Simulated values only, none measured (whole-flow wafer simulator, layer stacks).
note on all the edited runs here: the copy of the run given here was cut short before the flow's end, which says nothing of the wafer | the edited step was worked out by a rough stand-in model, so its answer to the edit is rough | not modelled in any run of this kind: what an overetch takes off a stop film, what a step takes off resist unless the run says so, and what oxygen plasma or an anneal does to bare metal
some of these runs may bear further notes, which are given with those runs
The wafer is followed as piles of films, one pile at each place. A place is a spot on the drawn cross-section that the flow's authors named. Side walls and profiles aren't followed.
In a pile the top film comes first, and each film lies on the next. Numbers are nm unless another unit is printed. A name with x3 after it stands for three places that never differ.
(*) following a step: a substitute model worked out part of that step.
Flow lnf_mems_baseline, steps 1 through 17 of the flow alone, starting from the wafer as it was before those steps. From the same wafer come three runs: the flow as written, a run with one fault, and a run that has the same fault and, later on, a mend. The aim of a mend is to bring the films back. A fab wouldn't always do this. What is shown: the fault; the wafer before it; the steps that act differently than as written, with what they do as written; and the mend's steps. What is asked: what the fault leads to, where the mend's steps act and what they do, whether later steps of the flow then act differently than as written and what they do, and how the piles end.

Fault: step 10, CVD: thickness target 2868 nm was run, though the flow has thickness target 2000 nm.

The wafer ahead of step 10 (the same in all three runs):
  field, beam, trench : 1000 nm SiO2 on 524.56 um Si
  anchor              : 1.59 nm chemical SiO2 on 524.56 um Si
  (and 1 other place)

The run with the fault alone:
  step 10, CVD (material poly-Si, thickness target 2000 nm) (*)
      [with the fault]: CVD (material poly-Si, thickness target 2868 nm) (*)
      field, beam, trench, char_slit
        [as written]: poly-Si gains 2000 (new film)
        [with the fault]: poly-Si gains 2868 (new film)
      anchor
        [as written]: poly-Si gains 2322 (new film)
        [with the fault]: poly-Si gains 3443.6 (new film)
  Steps further on in the flow that do not act as written (not shown: 1 more step that differs only slightly, by at most 2% or 0.5 nm, whichever is larger):
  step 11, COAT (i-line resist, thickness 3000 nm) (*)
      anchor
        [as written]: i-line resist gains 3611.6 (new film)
        [with the fault]: i-line resist gains 3372.8 (new film)
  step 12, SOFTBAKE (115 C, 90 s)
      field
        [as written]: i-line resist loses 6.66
        [with the fault]: i-line resist loses 5.29
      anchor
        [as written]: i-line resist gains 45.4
        [with the fault]: i-line resist gains 34.9
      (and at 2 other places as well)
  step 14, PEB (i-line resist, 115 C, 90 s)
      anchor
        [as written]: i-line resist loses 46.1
        [with the fault]: i-line resist loses 41.7
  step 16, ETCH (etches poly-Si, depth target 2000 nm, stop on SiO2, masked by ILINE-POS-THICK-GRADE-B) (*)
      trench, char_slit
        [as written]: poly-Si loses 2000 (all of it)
        [with the fault]: poly-Si loses 2000
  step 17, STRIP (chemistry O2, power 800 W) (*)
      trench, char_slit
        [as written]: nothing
        [with the fault]: chemical SiO2 gains 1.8 (new film), poly-Si loses 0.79
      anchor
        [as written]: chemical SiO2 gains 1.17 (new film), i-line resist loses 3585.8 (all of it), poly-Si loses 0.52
        [with the fault]: chemical SiO2 gains 1.15 (new film), i-line resist loses 3340.9 (all of it), poly-Si loses 0.51
  At field, anchor, beam, trench, char_slit, the piles at the end differ from the flow's by more than 2% or 0.5 nm, whichever is larger.
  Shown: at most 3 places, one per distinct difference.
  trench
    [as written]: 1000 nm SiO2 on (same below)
    [with the fault]: 1.8 nm chemical SiO2 on 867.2 nm poly-Si on 1000 nm SiO2 on (same below)
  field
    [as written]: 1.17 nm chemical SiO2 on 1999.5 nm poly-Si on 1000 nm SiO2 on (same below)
    [with the fault]: 1.15 nm chemical SiO2 on 2867.5 nm poly-Si on 1000 nm SiO2 on (same below)
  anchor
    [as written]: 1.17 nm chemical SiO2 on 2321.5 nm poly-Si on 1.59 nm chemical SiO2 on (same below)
    [with the fault]: 1.15 nm chemical SiO2 on 3443.1 nm poly-Si on 1.59 nm chemical SiO2 on (same below)

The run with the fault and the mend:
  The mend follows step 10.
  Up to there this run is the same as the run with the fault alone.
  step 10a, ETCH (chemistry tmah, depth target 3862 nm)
      field, beam, trench, char_slit
        poly-Si loses 2868 (all of it)
      anchor
        poly-Si loses 3443.6 (all of it)
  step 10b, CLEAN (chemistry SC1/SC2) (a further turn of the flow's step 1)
      leaves every film unchanged at each place that is followed
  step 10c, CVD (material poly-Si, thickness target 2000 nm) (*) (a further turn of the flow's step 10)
      field, beam, trench, char_slit
        poly-Si gains 2000 (new film)
      anchor
        poly-Si gains 2322 (new film)
  Later steps of the flow that are run all act as written at every place that is followed.
  The piles end the same as the flow's at every place that both follow.
